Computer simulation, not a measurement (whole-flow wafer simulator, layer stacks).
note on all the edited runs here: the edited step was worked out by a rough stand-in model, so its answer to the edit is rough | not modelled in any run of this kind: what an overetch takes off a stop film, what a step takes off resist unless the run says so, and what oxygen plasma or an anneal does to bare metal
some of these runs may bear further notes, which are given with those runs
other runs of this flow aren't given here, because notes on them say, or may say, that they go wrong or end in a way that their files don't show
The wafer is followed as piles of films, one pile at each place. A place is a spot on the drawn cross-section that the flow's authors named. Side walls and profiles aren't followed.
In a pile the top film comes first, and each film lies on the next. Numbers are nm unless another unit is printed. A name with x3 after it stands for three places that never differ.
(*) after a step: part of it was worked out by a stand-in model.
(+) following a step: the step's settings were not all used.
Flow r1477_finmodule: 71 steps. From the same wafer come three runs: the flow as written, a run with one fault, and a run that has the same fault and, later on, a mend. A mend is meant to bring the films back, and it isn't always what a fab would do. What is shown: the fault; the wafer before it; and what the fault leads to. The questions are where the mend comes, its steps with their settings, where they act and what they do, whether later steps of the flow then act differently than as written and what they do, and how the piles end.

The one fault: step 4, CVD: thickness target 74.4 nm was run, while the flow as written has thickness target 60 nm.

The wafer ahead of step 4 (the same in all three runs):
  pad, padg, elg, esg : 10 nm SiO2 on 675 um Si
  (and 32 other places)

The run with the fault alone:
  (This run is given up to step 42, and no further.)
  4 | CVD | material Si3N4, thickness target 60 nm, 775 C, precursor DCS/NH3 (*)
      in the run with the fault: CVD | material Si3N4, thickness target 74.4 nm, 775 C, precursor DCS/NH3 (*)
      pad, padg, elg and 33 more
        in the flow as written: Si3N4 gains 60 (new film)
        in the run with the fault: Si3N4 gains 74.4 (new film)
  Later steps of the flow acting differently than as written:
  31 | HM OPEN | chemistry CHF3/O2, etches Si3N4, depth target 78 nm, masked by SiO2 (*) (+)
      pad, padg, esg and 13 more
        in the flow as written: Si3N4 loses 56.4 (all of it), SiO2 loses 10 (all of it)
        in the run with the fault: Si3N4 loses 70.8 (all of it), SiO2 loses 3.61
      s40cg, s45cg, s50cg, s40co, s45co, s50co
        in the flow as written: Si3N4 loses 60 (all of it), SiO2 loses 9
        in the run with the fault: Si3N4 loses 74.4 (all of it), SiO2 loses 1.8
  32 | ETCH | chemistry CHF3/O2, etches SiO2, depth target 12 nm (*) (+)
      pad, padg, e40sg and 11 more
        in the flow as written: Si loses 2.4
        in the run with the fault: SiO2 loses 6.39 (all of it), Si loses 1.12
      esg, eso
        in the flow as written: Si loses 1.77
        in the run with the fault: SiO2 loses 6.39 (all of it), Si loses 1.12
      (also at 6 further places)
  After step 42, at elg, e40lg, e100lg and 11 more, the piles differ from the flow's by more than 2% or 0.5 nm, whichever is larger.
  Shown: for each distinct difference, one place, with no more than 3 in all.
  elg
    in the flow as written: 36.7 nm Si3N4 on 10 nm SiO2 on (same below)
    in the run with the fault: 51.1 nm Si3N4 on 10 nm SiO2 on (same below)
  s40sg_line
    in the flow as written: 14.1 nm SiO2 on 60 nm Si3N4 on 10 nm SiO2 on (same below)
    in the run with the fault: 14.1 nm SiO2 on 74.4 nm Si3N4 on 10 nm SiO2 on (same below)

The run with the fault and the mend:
  After step 5 comes the mend.
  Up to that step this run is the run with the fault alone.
  5a | ETCH | chemistry h3po4, depth target 85.56 nm
      pad, padg, elg and 33 more
        Si3N4 loses 74.4 (all of it)
  5b | CLEAN | chemistry SC1/SC2 (the flow's step 2, run once more)
      leaves every film unchanged at each place that is followed
  5c | CVD | material Si3N4, thickness target 60 nm, 775 C, precursor DCS/NH3 (*) (the flow's step 4, run once more)
      pad, padg, elg and 33 more
        Si3N4 gains 60 (new film)
  Every later step of the flow that is run acts as written at every place that is followed.
  By the end, the piles equal the flow's at every place that both follow.
